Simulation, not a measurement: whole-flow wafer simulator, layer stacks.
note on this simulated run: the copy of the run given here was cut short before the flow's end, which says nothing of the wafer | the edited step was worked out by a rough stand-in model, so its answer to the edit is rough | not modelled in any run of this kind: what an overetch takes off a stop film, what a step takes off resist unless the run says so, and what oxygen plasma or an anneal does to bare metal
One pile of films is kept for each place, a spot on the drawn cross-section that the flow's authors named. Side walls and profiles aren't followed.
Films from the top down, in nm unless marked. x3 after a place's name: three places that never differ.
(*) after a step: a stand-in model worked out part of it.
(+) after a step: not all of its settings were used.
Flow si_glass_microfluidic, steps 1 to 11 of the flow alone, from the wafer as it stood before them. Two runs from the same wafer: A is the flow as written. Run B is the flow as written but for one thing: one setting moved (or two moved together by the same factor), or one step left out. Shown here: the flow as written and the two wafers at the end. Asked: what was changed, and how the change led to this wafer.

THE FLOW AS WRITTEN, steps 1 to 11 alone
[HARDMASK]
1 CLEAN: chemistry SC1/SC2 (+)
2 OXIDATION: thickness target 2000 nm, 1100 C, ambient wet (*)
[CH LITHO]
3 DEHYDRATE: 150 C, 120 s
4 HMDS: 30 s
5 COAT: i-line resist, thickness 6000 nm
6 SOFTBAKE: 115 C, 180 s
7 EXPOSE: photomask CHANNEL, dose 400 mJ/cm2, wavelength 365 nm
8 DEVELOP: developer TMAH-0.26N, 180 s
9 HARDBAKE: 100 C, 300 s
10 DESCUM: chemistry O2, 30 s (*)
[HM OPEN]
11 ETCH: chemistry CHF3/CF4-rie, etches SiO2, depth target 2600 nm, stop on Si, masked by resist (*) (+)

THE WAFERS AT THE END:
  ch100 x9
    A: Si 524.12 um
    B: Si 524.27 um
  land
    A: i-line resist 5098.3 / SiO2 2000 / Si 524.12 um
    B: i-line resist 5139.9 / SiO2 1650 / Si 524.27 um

The cause: step 2, OXIDATION: thickness target 1650 nm was run, where the flow has thickness target 2000 nm.
It can be read off the wafer: land has SiO2 1650, and step 2 as written asks for 2000 nm.

How the change led to this, step by step:
  2 OXIDATION: thickness target 2000 nm, 1100 C, ambient wet (*)
      land, ch100 x9: A SiO2 +2000 (new film), chemical SiO2 -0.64 (all of it), Si -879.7 | B SiO2 +1650 (new film), chemical SiO2 -0.64 (all of it), Si -725.7
  11 ETCH: chemistry CHF3/CF4-rie, etches SiO2, depth target 2600 nm, stop on Si, masked by resist (*) (+)
      ch100 x9: A SiO2 -2000 (all of it) | B SiO2 -1650 (all of it)
      land: A i-line resist -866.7 | B i-line resist -825
